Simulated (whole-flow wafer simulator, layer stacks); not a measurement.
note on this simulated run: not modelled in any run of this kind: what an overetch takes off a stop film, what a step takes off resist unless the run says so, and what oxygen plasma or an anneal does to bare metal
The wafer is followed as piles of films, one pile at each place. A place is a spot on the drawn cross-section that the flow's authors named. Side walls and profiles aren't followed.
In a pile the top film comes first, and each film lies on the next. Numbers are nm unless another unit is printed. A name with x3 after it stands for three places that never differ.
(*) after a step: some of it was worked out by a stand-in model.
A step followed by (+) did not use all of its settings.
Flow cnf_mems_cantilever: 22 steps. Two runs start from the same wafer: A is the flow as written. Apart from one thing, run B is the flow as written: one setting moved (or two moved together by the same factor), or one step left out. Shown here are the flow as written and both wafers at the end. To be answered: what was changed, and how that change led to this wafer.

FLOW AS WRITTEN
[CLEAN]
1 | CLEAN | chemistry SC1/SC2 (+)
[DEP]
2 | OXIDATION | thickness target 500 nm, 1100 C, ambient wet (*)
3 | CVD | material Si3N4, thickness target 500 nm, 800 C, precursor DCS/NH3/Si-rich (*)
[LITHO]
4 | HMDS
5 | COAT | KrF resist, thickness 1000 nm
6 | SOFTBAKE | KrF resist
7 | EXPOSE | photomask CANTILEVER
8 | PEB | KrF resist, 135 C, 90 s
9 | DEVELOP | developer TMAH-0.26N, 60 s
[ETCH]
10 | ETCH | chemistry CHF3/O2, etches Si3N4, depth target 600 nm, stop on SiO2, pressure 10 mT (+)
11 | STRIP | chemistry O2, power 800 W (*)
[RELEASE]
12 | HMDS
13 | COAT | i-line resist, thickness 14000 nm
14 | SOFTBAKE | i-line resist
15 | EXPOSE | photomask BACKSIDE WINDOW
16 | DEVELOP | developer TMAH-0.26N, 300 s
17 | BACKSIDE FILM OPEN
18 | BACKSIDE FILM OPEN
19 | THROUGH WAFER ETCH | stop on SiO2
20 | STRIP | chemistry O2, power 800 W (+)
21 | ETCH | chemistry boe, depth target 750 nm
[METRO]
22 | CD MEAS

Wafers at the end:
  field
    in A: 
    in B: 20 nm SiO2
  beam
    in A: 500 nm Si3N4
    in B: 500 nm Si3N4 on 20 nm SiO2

Cause: step 21, ETCH: depth target 480 nm was run, whereas the flow has depth target 750 nm.

Step by step, how the change led to this:
  21 | ETCH | chemistry boe, depth target 750 nm
      field: A SiO2 loses 500 (all of it) | B SiO2 loses 480
      beam: A under 1 film: SiO2 loses 500 (all of it) | B under 1 film: SiO2 loses 480
